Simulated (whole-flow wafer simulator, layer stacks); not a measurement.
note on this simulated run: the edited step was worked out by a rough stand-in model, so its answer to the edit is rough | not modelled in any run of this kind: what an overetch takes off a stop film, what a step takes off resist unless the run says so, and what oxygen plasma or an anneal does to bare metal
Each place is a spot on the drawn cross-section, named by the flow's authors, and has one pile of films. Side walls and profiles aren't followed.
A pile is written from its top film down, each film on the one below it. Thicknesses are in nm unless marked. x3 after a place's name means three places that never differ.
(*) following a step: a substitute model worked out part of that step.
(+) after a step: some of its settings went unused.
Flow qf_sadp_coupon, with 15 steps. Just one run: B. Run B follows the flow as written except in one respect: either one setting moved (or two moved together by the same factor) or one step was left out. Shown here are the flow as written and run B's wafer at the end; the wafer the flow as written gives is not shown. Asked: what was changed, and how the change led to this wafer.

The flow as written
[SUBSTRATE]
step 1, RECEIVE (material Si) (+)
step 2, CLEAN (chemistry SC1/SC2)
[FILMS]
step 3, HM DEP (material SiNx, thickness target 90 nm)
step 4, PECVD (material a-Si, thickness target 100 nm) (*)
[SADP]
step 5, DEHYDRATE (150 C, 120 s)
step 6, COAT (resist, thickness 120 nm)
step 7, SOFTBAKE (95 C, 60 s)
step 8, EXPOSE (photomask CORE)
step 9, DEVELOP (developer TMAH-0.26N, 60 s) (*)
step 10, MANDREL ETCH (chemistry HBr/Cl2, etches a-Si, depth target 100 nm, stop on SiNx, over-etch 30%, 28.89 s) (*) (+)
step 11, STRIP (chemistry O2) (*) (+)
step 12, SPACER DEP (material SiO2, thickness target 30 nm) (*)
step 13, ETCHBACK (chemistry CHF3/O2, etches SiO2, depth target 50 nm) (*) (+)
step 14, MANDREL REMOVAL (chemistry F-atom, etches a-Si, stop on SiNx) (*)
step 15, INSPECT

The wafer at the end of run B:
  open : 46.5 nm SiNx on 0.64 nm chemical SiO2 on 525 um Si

What caused this: step 13, ETCHBACK: depth target 71.2 nm was run, while the flow as written has depth target 50 nm.

Step by step, how the change led to this:
  step 13, ETCHBACK (chemistry CHF3/O2, etches SiO2, depth target 50 nm) (*) (+)
      m: SiO2 loses 30 (all of it), chemical SiO2 loses 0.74 (all of it), a-Si loses 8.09 (it would be, as written: SiO2 loses 30 (all of it), chemical SiO2 loses 0.74 (all of it), a-Si loses 3.85)
      open: SiO2 loses 30 (all of it), SiNx loses 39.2 (it would be, as written: SiO2 loses 30 (all of it), SiNx loses 19)
  step 14, MANDREL REMOVAL (chemistry F-atom, etches a-Si, stop on SiNx) (*)
      m: a-Si loses 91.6 (all of it) (it would be, as written: a-Si loses 95.8 (all of it))
